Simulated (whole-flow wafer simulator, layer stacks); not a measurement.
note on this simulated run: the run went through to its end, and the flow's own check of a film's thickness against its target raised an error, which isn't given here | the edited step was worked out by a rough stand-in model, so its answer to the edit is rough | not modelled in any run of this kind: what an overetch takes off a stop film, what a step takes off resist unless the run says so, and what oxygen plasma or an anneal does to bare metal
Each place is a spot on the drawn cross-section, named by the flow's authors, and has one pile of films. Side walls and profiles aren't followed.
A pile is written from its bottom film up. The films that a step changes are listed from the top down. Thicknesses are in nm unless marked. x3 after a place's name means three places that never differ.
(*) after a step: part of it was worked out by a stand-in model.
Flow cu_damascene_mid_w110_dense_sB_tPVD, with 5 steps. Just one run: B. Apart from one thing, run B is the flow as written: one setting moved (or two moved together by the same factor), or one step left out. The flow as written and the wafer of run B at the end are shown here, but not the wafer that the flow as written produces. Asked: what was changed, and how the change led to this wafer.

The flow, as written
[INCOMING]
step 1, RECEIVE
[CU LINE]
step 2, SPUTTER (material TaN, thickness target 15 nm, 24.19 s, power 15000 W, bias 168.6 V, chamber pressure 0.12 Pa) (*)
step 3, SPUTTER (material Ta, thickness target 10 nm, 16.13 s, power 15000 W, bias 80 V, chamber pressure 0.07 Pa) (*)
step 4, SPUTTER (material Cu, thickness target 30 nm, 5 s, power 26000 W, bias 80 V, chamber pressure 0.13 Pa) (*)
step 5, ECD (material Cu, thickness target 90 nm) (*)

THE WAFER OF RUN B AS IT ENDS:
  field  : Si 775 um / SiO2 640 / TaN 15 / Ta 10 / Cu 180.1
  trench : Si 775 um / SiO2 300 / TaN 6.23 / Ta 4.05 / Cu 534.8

Cause: step 5, ECD: thickness target 150.1 nm was run, while the flow as written has thickness target 90 nm.

Step by step, how the change led to this:
  step 5, ECD (material Cu, thickness target 90 nm) (*)
      field: Cu gains 150.1 (as written it would have been: Cu gains 90)
      trench: Cu gains 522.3 (as written it would have been: Cu gains 462.2)
